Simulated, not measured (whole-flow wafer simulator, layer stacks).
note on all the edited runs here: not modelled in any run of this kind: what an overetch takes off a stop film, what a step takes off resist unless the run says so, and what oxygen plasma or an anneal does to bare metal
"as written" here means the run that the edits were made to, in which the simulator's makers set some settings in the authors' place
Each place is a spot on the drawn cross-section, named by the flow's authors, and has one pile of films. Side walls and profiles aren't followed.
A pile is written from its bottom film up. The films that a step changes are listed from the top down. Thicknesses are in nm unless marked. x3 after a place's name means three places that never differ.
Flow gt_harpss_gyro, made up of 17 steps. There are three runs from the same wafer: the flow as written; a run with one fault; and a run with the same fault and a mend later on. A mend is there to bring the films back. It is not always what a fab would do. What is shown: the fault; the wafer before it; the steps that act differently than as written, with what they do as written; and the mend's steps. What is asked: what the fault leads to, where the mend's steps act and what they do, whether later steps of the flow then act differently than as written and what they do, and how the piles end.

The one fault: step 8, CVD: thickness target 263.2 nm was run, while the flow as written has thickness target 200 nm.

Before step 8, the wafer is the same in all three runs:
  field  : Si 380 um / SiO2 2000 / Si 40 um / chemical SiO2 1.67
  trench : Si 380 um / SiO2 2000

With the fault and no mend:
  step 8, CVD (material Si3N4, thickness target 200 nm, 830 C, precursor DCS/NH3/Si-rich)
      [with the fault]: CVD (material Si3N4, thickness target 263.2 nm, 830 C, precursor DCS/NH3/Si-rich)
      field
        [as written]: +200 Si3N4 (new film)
        [with the fault]: +263.2 Si3N4 (new film)
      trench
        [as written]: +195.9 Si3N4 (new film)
        [with the fault]: +257.5 Si3N4 (new film)
  Every later step of the flow that is run acts as written at every place that is followed.
  The piles end different from the flow's at field, trench by more than 2% or 0.5 nm, whichever is larger.
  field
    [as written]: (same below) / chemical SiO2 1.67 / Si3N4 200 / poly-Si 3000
    [with the fault]: (same below) / chemical SiO2 1.67 / Si3N4 263.2 / poly-Si 3000
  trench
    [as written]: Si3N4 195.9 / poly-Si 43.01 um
    [with the fault]: Si3N4 257.5 / poly-Si 43.01 um

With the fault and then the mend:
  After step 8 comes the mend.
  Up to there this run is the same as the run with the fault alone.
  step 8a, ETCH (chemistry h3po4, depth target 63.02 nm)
      field, trench
        -63 Si3N4
  Every later step of the flow that is run acts as written at every place that is followed.
  When the end is reached, the piles differ only a little from the flow's at the places that both follow, at most by 2% or 0.5 nm, whichever is larger.
